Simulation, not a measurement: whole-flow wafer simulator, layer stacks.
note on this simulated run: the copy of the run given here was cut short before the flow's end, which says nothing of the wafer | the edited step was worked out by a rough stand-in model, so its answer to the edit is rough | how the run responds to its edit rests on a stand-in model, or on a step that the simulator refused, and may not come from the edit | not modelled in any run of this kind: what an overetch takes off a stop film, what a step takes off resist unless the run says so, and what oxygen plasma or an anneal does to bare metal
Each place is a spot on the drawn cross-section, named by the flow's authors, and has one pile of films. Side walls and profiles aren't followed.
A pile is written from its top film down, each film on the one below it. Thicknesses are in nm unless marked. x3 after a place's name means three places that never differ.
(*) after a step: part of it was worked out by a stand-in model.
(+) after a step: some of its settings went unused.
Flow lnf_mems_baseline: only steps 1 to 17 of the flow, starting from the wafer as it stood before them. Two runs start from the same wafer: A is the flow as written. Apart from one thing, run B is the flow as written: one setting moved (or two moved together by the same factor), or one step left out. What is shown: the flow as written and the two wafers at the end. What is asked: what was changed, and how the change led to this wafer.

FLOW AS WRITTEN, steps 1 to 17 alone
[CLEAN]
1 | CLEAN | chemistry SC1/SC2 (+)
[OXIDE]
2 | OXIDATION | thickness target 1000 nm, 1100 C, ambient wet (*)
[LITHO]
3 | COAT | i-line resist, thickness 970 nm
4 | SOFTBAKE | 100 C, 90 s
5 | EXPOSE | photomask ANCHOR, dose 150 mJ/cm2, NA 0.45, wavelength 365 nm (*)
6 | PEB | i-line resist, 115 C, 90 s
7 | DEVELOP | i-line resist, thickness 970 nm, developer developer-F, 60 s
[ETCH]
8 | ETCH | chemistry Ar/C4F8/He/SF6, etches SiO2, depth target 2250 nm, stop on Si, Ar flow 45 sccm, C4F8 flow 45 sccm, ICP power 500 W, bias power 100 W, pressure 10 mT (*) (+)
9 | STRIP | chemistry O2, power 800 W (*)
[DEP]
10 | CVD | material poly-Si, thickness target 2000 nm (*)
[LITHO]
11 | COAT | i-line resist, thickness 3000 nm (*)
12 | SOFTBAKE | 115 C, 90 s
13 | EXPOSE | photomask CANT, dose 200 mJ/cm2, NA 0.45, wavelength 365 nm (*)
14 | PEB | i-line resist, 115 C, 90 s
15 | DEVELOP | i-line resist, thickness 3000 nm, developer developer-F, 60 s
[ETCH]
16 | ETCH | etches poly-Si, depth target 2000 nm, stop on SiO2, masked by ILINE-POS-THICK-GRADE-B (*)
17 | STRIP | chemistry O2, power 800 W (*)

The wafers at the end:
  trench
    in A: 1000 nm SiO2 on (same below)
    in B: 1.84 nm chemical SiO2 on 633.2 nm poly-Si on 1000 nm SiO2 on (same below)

The reason: step 16, ETCH: depth target 1366 nm was run, while the flow as written has depth target 2000 nm.

How this came from the change, step by step:
  16 | ETCH | etches poly-Si, depth target 2000 nm, stop on SiO2, masked by ILINE-POS-THICK-GRADE-B (*)
      trench, char_slit: A poly-Si loses 2000 (all of it) | B poly-Si loses 1366
      field, anchor, beam: A i-line resist loses 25 | B i-line resist loses 17.1
  17 | STRIP | chemistry O2, power 800 W (*)
      trench, char_slit: A nothing | B chemical SiO2 gains 1.84 (new film), poly-Si loses 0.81
